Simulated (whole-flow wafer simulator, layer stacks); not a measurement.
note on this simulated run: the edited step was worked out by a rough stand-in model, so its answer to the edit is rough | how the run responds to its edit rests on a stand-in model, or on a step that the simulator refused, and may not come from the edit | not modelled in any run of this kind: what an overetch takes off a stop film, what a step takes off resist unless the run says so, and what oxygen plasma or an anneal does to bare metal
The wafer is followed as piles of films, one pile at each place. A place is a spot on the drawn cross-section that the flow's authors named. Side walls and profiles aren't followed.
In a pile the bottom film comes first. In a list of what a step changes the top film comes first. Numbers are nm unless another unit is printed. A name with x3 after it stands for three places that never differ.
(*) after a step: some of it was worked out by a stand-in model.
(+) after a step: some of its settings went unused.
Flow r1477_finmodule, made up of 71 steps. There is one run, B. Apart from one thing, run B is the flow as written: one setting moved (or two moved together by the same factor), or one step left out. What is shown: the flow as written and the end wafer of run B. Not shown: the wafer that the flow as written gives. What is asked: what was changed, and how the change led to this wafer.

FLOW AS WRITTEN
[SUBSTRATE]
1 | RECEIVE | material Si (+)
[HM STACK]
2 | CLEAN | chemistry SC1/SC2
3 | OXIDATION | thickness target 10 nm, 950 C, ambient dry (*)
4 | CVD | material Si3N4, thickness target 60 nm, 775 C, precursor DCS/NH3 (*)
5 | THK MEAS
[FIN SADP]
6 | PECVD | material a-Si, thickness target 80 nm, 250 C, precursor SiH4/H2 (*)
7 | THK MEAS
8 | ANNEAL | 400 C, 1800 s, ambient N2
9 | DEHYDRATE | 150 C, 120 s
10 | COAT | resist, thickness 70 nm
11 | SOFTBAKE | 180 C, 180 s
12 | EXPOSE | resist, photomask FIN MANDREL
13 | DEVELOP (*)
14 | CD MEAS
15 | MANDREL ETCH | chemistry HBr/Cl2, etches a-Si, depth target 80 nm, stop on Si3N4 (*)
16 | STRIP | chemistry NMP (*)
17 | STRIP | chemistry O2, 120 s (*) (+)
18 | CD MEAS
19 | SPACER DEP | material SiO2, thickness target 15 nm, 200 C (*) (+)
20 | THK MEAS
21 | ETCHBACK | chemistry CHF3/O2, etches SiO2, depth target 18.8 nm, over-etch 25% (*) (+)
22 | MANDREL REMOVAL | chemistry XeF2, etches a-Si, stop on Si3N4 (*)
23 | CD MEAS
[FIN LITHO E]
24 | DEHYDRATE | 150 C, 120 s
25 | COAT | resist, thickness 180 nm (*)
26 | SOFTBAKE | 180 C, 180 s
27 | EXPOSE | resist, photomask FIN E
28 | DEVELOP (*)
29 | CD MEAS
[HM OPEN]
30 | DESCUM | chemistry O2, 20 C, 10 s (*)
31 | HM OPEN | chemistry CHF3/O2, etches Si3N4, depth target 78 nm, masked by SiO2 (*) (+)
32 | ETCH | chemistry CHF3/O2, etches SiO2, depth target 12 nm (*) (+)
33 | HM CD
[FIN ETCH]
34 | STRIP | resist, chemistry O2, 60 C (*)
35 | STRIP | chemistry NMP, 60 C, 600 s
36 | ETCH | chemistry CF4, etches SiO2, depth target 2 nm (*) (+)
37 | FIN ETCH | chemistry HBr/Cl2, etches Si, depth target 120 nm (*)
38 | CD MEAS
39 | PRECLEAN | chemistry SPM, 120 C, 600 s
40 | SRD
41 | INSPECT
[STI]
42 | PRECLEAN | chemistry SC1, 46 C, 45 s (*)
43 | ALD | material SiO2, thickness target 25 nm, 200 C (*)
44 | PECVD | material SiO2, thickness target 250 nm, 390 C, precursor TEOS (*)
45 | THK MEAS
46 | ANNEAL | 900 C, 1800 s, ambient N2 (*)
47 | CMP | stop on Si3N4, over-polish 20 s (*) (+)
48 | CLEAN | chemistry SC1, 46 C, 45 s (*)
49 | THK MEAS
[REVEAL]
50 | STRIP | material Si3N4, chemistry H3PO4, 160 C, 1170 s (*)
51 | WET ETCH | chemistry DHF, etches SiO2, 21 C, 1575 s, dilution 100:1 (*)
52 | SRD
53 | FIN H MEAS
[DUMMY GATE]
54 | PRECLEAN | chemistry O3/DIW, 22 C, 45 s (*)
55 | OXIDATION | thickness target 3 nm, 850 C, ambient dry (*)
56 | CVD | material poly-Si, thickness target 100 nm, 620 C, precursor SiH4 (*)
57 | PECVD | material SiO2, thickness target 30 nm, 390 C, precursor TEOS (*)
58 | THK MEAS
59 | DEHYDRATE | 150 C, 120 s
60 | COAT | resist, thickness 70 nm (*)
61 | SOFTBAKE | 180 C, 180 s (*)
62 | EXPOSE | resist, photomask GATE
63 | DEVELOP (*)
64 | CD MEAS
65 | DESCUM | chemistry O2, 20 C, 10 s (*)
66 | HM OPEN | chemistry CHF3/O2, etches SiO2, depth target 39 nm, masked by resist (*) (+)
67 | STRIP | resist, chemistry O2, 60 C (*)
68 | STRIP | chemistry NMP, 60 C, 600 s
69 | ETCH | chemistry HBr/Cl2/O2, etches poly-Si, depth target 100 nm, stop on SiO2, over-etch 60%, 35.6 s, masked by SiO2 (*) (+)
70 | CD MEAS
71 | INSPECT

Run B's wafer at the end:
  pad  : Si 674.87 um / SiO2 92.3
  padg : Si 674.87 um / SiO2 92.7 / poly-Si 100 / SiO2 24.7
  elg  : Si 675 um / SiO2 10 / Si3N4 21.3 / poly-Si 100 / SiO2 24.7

Cause: step 4, CVD: thickness target 49.5 nm was run, whereas the flow has thickness target 60 nm.

The path from the change to this, step by step:
  4 | CVD | material Si3N4, thickness target 60 nm, 775 C, precursor DCS/NH3 (*)
      pad, padg, elg and 33 more: Si3N4 gains 49.5 (new film) (as written it would have been: Si3N4 gains 60 (new film))
  31 | HM OPEN | chemistry CHF3/O2, etches Si3N4, depth target 78 nm, masked by SiO2 (*) (+)
      pad, padg, esg and 13 more: Si3N4 loses 45.9 (all of it), SiO2 loses 10 (all of it) (as written it would have been: Si3N4 loses 56.4 (all of it), SiO2 loses 10 (all of it))
      elg, e40lg, e100lg, e200lg, elo, e40lo, e100lo, e200lo: resist loses 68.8 (as written it would have been: resist loses 78)
      (as well as at 12 more places)
  32 | ETCH | chemistry CHF3/O2, etches SiO2, depth target 12 nm (*) (+)
      s40cg, s45cg, s50cg, s40co, s45co, s50co: SiO2 loses 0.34 (all of it), Si loses 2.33 (as written it would have been: SiO2 loses 1 (all of it), Si loses 2.2)
  34 | STRIP | resist, chemistry O2, 60 C (*)
      elg, e40lg, e100lg, e200lg, elo, e40lo, e100lo, e200lo: resist loses 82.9 (all of it) (as written it would have been: resist loses 73.8 (all of it))
  43 | ALD | material SiO2, thickness target 25 nm, 200 C (*)
      s40cg, s45cg, s50cg, s40co, s45co, s50co: SiO2 gains 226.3 (new film) (as written it would have been: SiO2 gains 232.1 (new film))
      esg: SiO2 gains 183.7 (new film) (as written it would have been: SiO2 gains 194.3 (new film))
  47 | CMP | stop on Si3N4, over-polish 20 s (*) (+)
      pad, padg, e40sg and 11 more: SiO2 loses 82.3 (as written it would have been: SiO2 loses 71.8)
      eso: SiO2 loses 82.9 (as written it would have been: SiO2 loses 72.4)
  50 | STRIP | material Si3N4, chemistry H3PO4, 160 C, 1170 s (*)
      s40sg_line, s45sg_line, s50sg_line, s40so_line, s45so_line, s50so_line: Si3N4 loses 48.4 (all of it), SiO2 loses 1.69 (as written it would have been: Si3N4 loses 58.9 (all of it), SiO2 loses 1.37)
  56 | CVD | material poly-Si, thickness target 100 nm, 620 C, precursor SiH4 (*)
      s40cg, s40co: poly-Si gains 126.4 (new film) (as written it would have been: poly-Si gains 113.9 (new film))
      s45cg, s45co: poly-Si gains 126.4 (new film) (as written it would have been: poly-Si gains 113.4 (new film))
      (as well as at 2 more places)
  60 | COAT | resist, thickness 70 nm (*)
      s40cg, s40co: resist gains 68.7 (new film) (as written it would have been: resist gains 70.6 (new film))
      s40sg, s40so: resist gains 101.6 (new film) (as written it would have been: resist gains 91 (new film))
      (as well as at 8 more places)
  63 | DEVELOP (*)
      s40co: resist loses 68.7 (all of it) (as written it would have been: resist loses 70.6 (all of it))
      s40so: resist loses 101.6 (all of it) (as written it would have been: resist loses 91 (all of it))
      (as well as at 4 more places)
  67 | STRIP | resist, chemistry O2, 60 C (*)
      s40cg: resist loses 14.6 (all of it) (as written it would have been: resist loses 16.5 (all of it))
      s40sg: resist loses 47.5 (all of it) (as written it would have been: resist loses 36.9 (all of it))
      (as well as at 5 more places)
  69 | ETCH | chemistry HBr/Cl2/O2, etches poly-Si, depth target 100 nm, stop on SiO2, over-etch 60%, 35.6 s, masked by SiO2 (*) (+)
      s40co: chemical SiO2 loses 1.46 (all of it), poly-Si loses 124 (all of it), SiO2 loses 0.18 (as written it would have been: chemical SiO2 loses 1.46 (all of it), poly-Si loses 111.5 (all of it), SiO2 loses 0.24)
      s45co: chemical SiO2 loses 1.46 (all of it), poly-Si loses 124 (all of it), SiO2 loses 0.18 (as written it would have been: chemical SiO2 loses 1.46 (all of it), poly-Si loses 110.9 (all of it), SiO2 loses 0.25)
      (as well as at 1 more place)
